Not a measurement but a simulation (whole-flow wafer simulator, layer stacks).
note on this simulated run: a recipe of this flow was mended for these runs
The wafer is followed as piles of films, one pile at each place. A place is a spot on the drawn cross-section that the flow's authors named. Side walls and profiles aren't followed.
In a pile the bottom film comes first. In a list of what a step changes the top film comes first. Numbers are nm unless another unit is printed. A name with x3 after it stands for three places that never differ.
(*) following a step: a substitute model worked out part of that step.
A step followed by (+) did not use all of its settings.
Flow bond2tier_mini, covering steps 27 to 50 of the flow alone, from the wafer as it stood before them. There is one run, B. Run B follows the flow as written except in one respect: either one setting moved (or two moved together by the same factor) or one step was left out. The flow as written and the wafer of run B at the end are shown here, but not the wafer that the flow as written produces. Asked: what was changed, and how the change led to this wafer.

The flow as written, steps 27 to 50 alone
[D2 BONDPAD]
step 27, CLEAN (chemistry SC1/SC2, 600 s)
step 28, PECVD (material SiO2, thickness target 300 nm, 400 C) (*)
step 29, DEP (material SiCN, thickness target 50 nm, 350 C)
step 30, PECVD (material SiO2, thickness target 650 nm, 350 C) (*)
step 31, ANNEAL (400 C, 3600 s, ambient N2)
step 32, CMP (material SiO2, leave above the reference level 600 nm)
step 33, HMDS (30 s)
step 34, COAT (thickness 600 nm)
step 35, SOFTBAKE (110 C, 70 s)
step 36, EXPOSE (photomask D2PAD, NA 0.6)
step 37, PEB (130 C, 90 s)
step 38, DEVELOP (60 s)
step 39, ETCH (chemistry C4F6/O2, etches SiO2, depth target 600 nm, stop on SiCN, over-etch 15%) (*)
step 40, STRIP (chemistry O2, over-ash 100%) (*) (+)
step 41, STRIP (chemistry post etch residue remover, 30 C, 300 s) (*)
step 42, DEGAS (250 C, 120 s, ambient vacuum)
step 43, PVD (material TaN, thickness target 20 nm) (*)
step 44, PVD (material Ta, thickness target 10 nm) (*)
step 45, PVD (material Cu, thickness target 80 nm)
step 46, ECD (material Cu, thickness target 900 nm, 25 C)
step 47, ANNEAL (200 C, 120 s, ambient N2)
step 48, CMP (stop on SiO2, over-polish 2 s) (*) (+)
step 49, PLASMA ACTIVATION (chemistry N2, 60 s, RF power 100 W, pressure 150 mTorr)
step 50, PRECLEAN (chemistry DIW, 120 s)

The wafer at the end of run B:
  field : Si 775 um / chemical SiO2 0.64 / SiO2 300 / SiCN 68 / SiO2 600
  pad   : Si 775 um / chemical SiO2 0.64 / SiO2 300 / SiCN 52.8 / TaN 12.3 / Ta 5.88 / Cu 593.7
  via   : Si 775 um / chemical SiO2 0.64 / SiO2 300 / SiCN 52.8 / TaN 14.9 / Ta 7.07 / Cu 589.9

Cause: step 29, DEP: thickness target 68 nm was run, while the flow as written has thickness target 50 nm.
The wafer itself shows it: field has SiCN 68, and step 29 as written asks for 50 nm.

Step by step, how the change led to this:
  step 29, DEP (material SiCN, thickness target 50 nm, 350 C)
      field, pad, via: +68 SiCN (new film) (it would be, as written: +50 SiCN (new film))
